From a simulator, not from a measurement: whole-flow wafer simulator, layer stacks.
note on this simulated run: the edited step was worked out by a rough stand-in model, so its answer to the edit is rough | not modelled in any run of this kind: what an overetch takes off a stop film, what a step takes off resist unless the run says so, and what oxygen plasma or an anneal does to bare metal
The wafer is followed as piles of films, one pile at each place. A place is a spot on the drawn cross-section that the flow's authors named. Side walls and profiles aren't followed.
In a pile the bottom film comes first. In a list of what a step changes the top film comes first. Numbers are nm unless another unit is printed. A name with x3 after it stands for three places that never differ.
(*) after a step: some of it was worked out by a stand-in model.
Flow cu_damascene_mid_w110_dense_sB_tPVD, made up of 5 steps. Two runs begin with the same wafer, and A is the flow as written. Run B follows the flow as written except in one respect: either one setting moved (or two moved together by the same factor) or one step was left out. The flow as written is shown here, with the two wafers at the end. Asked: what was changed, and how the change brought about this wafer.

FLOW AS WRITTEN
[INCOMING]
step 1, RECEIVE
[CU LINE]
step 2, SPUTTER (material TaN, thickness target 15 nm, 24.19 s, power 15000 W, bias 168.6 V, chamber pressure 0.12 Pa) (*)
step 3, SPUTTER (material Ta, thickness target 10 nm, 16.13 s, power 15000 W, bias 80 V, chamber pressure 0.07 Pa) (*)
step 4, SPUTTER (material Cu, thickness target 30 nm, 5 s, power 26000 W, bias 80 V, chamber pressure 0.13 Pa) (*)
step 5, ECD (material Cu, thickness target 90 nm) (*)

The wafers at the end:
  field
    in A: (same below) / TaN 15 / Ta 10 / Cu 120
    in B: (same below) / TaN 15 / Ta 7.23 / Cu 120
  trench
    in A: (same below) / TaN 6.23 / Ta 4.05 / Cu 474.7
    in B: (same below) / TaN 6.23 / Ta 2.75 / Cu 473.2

What caused this: step 3, SPUTTER: power 10840 W was run, while the flow as written has power 15000 W.

Step by step, how the change led to this:
  step 3, SPUTTER (material Ta, thickness target 10 nm, 16.13 s, power 15000 W, bias 80 V, chamber pressure 0.07 Pa) (*)
      field: A +10 Ta (new film) | B +7.23 Ta (new film)
      trench: A +4.05 Ta (new film) | B +2.75 Ta (new film)
